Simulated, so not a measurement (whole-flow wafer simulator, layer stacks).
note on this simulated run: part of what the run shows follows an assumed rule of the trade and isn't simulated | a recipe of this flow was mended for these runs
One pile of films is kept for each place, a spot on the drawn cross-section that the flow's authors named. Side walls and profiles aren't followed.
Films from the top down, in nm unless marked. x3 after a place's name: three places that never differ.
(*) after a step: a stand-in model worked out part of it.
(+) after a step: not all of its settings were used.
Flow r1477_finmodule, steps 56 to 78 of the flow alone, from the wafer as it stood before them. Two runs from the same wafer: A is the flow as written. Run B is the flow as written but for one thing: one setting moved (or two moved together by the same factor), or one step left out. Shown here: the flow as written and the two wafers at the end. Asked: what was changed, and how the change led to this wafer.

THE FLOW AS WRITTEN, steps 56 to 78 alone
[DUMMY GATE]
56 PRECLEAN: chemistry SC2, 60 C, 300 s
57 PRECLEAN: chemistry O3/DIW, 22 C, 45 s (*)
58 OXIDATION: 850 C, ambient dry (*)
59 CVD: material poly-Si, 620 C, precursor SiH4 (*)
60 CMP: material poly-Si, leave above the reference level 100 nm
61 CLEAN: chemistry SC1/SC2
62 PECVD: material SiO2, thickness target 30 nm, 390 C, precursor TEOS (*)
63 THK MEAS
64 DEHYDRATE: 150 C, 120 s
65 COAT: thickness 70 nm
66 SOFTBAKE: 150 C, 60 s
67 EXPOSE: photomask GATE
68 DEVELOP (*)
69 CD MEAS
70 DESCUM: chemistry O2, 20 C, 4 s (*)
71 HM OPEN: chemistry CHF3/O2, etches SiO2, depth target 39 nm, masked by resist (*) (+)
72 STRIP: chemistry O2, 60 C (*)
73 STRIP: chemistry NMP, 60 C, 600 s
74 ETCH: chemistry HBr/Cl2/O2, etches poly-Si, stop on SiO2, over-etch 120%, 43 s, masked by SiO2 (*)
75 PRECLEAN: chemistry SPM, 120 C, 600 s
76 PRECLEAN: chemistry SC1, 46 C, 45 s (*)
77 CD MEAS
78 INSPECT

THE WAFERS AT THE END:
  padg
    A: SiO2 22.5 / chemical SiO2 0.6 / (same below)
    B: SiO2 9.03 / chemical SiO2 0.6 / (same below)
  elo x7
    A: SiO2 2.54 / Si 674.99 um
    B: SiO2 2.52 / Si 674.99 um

The cause: step 62, PECVD: thickness target 16.5 nm was run, where the flow has thickness target 30 nm.

How the change led to this, step by step:
  62 PECVD: material SiO2, thickness target 30 nm, 390 C, precursor TEOS (*)
      pad, padg, elg x7 and 27 more: A SiO2 +30 (new film) | B SiO2 +16.5 (new film)
  71 HM OPEN: chemistry CHF3/O2, etches SiO2, depth target 39 nm, masked by resist (*) (+)
      pad, elo x7, eso x6, e200so, s40co x3: A SiO2 -30 (all of it), chemical SiO2 -0.6 (all of it), poly-Si -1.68 | B SiO2 -16.5 (all of it), chemical SiO2 -0.6 (all of it), poly-Si -4.38
  74 ETCH: chemistry HBr/Cl2/O2, etches poly-Si, stop on SiO2, over-etch 120%, 43 s, masked by SiO2 (*)
      elo x7: A chemical SiO2 -1.12 (all of it), poly-Si -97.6 (all of it), SiO2 -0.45 | B chemical SiO2 -1.12 (all of it), poly-Si -94.9 (all of it), SiO2 -0.46
